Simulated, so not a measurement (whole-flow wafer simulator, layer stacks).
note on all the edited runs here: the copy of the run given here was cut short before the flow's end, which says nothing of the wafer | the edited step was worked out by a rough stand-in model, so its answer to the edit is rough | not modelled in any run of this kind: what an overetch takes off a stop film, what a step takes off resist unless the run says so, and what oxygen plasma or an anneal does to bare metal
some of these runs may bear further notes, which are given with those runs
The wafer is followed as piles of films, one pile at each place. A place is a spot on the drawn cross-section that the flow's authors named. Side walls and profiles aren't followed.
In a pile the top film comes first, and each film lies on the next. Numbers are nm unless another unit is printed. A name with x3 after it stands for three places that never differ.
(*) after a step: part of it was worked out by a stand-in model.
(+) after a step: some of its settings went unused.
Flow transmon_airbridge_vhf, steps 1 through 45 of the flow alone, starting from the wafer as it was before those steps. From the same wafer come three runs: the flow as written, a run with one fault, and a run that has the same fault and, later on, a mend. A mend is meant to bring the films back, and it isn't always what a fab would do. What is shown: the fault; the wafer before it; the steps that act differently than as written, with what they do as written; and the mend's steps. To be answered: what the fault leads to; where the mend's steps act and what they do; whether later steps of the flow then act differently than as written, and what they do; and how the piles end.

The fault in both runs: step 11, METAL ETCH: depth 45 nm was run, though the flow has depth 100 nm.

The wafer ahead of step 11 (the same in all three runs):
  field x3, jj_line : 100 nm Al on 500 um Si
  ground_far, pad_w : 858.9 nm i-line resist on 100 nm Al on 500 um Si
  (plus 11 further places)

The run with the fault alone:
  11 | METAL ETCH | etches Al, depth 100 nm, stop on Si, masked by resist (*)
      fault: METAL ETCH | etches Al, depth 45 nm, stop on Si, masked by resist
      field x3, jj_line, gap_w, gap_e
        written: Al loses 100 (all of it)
        fault: Al loses 45
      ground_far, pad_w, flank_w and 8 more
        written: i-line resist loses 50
        fault: i-line resist loses 22.5
  Steps further on in the flow that do not act as written (10 other steps are not shown; they differ only slightly, by no more than 2% or 0.5 nm, whichever is larger):
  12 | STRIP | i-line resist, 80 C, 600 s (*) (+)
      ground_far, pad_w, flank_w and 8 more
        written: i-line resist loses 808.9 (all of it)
        fault: i-line resist loses 836.4 (all of it)
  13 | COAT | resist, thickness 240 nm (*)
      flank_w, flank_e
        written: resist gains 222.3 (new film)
        fault: resist gains 231.2 (new film)
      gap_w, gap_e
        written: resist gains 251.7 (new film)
        fault: resist gains 245.7 (new film)
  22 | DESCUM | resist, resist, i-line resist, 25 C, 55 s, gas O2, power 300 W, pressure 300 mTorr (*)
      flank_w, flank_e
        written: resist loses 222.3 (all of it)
        fault: resist loses 231.2 (all of it)
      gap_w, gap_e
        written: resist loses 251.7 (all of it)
        fault: resist loses 245.7 (all of it)
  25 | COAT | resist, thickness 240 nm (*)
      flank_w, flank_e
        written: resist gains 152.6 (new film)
        fault: resist gains 159.4 (new film)
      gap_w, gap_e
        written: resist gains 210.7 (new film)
        fault: resist gains 204.7 (new film)
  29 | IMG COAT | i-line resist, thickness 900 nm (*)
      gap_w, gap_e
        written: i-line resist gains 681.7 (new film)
        fault: i-line resist gains 667.3 (new film)
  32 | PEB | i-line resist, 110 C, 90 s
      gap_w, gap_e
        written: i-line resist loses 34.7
        fault: i-line resist loses 34
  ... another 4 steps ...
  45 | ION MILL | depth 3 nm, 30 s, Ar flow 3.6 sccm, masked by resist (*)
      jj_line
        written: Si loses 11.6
        fault: Al loses 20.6
  At field x3, jj_line, flank_w, gap_w, gap_e, flank_e, the piles at the end differ from the flow's by more than 2% or 0.5 nm, whichever is larger.
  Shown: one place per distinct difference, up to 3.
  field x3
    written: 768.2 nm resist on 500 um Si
    fault: 768.2 nm resist on 55 nm Al on 500 um Si
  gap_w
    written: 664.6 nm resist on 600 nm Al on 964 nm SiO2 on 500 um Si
    fault: 649.9 nm resist on 600 nm Al on 964 nm SiO2 on 55 nm Al on 500 um Si
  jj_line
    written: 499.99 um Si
    fault: 34.4 nm Al on 500 um Si

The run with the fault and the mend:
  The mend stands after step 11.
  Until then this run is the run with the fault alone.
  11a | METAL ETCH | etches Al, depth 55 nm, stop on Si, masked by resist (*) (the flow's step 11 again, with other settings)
      ground_far, pad_w, flank_w and 8 more
        i-line resist loses 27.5
      field x3, jj_line, gap_w, gap_e
        Al loses 55 (all of it)
  Later steps of the flow that are run all act as written at every place that is followed.
  The piles end the same as the flow's at every place that both follow.
